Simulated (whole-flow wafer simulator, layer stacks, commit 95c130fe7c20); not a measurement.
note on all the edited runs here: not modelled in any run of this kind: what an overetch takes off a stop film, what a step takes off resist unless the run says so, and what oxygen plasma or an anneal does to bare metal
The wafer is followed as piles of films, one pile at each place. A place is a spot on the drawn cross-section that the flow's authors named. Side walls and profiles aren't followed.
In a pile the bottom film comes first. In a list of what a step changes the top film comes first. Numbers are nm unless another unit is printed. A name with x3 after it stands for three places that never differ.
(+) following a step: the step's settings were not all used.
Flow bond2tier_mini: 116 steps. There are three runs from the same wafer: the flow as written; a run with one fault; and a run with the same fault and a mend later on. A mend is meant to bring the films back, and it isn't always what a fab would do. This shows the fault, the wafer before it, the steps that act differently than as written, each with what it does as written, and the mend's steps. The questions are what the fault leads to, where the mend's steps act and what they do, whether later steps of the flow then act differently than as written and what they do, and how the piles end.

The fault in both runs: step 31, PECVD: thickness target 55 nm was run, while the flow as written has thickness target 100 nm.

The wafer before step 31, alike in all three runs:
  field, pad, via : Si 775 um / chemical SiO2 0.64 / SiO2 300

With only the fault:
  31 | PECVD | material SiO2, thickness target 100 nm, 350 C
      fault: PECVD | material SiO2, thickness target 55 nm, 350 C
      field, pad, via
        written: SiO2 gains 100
        fault: SiO2 gains 55
  Every later step of the flow that is run acts as written at every place that is followed.
  The piles end different from the flow's at field, pad by more than 2% or 0.5 nm, whichever is larger.
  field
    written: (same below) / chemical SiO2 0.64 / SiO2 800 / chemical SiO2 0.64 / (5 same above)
    fault: (same below) / chemical SiO2 0.64 / SiO2 755 / chemical SiO2 0.64 / (5 same above)
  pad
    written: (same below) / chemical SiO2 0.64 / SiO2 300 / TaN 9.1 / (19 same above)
    fault: (same below) / chemical SiO2 0.64 / SiO2 255 / TaN 9.1 / (19 same above)

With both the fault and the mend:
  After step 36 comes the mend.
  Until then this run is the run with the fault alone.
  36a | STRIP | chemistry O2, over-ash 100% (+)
      field
        KrF resist loses 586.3 (all of it)
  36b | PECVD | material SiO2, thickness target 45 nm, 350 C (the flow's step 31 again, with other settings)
      field, pad, via
        SiO2 gains 45
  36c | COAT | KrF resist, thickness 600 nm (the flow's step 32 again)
      field, pad, via
        KrF resist gains 600 (new film)
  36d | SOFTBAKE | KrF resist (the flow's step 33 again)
      leaves every film unchanged at each place that is followed
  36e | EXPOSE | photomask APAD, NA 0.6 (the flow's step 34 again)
      leaves every film unchanged at each place that is followed
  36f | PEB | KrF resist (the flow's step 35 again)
      leaves every film unchanged at each place that is followed
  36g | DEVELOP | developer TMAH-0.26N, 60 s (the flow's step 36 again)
      pad, via
        KrF resist loses 600 (all of it)
      field
        KrF resist loses 13.7
  Every later step of the flow that is run acts as written at every place that is followed.
  The piles end the same as the flow's at every place that both follow.
